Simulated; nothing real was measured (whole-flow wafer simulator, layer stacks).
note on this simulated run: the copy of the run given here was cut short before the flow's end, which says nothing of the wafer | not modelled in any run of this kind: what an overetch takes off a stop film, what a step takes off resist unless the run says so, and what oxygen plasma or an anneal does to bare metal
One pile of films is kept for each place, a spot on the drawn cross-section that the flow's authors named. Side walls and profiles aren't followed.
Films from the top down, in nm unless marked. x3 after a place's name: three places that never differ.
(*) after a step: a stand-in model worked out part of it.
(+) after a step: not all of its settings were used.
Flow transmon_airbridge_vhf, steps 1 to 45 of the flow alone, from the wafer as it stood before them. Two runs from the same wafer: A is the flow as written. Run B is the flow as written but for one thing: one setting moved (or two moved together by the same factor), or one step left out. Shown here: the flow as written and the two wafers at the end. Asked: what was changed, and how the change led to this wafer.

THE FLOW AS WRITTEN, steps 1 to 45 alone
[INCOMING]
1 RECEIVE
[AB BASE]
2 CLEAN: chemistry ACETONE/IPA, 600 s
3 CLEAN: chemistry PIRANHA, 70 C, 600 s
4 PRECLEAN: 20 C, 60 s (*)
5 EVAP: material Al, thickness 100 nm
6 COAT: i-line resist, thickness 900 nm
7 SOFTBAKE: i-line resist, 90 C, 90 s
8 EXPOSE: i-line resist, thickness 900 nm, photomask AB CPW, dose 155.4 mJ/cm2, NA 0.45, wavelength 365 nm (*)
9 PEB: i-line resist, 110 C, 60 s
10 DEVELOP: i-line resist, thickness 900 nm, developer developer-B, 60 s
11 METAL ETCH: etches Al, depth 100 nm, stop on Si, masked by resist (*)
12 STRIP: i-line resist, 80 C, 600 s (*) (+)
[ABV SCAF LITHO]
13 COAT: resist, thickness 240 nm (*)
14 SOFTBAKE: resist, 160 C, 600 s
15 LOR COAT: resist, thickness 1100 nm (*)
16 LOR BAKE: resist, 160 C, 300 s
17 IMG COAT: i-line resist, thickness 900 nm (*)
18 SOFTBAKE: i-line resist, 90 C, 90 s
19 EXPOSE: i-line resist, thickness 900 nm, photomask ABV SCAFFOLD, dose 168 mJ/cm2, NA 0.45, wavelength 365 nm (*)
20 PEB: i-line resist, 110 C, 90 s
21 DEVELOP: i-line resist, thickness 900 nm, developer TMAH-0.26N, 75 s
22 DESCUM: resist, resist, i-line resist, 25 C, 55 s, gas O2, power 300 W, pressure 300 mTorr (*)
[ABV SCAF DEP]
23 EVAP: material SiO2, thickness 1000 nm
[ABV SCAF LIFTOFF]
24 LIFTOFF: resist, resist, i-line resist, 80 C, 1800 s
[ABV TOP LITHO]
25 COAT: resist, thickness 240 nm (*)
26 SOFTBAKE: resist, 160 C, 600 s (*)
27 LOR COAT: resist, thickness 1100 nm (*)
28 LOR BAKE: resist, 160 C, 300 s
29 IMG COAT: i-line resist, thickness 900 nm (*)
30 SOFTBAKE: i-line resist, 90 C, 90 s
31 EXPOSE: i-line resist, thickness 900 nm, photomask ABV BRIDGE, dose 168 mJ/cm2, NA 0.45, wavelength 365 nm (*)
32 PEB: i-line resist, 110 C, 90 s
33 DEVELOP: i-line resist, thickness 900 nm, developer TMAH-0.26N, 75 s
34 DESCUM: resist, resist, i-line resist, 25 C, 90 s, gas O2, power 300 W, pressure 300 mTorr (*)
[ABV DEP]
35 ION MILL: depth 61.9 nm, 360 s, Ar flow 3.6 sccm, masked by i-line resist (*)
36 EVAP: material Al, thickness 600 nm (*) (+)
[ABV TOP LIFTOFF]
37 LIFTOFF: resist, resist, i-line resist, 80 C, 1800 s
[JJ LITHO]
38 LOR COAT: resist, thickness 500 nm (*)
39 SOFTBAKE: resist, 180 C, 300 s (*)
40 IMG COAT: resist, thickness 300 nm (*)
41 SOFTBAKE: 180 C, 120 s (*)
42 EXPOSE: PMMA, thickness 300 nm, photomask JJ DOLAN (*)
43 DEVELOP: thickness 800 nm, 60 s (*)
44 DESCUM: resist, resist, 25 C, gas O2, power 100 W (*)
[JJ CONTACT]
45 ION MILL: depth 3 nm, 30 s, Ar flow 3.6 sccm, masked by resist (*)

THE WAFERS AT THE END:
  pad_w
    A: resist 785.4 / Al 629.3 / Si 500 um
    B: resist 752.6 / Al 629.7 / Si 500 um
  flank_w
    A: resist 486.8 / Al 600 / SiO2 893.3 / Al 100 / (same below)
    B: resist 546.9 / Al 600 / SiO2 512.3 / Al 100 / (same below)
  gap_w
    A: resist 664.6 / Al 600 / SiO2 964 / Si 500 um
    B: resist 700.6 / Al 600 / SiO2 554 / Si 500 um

The cause: step 23, EVAP: thickness 590 nm was run, where the flow has thickness 1000 nm.

How the change led to this, step by step:
  23 EVAP: material SiO2, thickness 1000 nm
      field x3, jj_line, ground_far and 10 more: A SiO2 +1000 (new film) | B SiO2 +590 (new film)
      flank_w, flank_e: A SiO2 +929.3 (new film) | B SiO2 +548.3 (new film)
  24 LIFTOFF: resist, resist, i-line resist, 80 C, 1800 s
      field x3, jj_line, trace_open_s x2: A SiO2 -1000 (all of it), i-line resist -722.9 (all of it), resist -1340 (all of it) | B SiO2 -590 (all of it), i-line resist -722.9 (all of it), resist -1340 (all of it)
      pad_w, pad_e: A SiO2 -1000 (all of it), i-line resist -718 (all of it), resist -1330.2 (all of it) | B SiO2 -590 (all of it), i-line resist -718 (all of it), resist -1330.2 (all of it)
      (and at 1 more place)
  25 COAT: resist, thickness 240 nm (*)
      flank_w, flank_e: A resist +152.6 (new film) | B resist +167.4 (new film)
      gap_w, gap_e: A resist +210.7 (new film) | B resist +228.1 (new film)
      (and at 6 more places)
  27 LOR COAT: resist, thickness 1100 nm (*)
      gap_w, gap_e: A resist +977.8 | B resist +1035.7
      margin_s, margin_n: A resist +823.4 | B resist +926.5
      (and at 6 more places)
  29 IMG COAT: i-line resist, thickness 900 nm (*)
      gap_w, gap_e: A i-line resist +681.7 (new film) | B i-line resist +781.9 (new film)
      margin_s, margin_n: A i-line resist +603.2 (new film) | B i-line resist +732 (new film)
      (and at 7 more places)
  32 PEB: i-line resist, 110 C, 90 s
      pad_w, pad_e: A i-line resist -51 | B i-line resist -49
      flank_w, flank_e: A i-line resist -38.3 | B i-line resist -42.3
      (and at 7 more places)
  33 DEVELOP: i-line resist, thickness 900 nm, developer TMAH-0.26N, 75 s
      gap_w, gap_e: A i-line resist -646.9 (all of it), resist -977.8 | B i-line resist -741.9 (all of it), resist -1035.7
      pad_w: A i-line resist -937.2 (all of it), resist -1247.8 | B i-line resist -901.8 (all of it), resist -1183.4
      (and at 5 more places)
  34 DESCUM: resist, resist, i-line resist, 25 C, 90 s, gas O2, power 300 W, pressure 300 mTorr (*)
      flank_w, flank_e: A resist -152.6 (all of it) | B resist -167.4 (all of it)
      gap_w, gap_e: A resist -210.7 (all of it) | B resist -228.1 (all of it)
      (and at 4 more places)
  37 LIFTOFF: resist, resist, i-line resist, 80 C, 1800 s
      margin_s, margin_n: A Al -600 (all of it), i-line resist -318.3 (all of it), resist -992 (all of it) | B Al -600 (all of it), i-line resist -440.4 (all of it), resist -1118.8 (all of it)
      ground_far: A Al -600 (all of it), i-line resist -717.9 (all of it), resist -1384.9 (all of it) | B Al -600 (all of it), i-line resist -666.7 (all of it), resist -1369.7 (all of it)
  38 LOR COAT: resist, thickness 500 nm (*)
      pad_w, pad_e: A resist +517 (new film) | B resist +495.1 (new film)
      flank_w, flank_e: A resist +306.5 (new film) | B resist +357.2 (new film)
      (and at 6 more places)
  40 IMG COAT: resist, thickness 300 nm (*)
      pad_w, pad_e: A resist +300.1 | B resist +289.3
      flank_w, flank_e: A resist +212.1 | B resist +221.4
      (and at 6 more places)
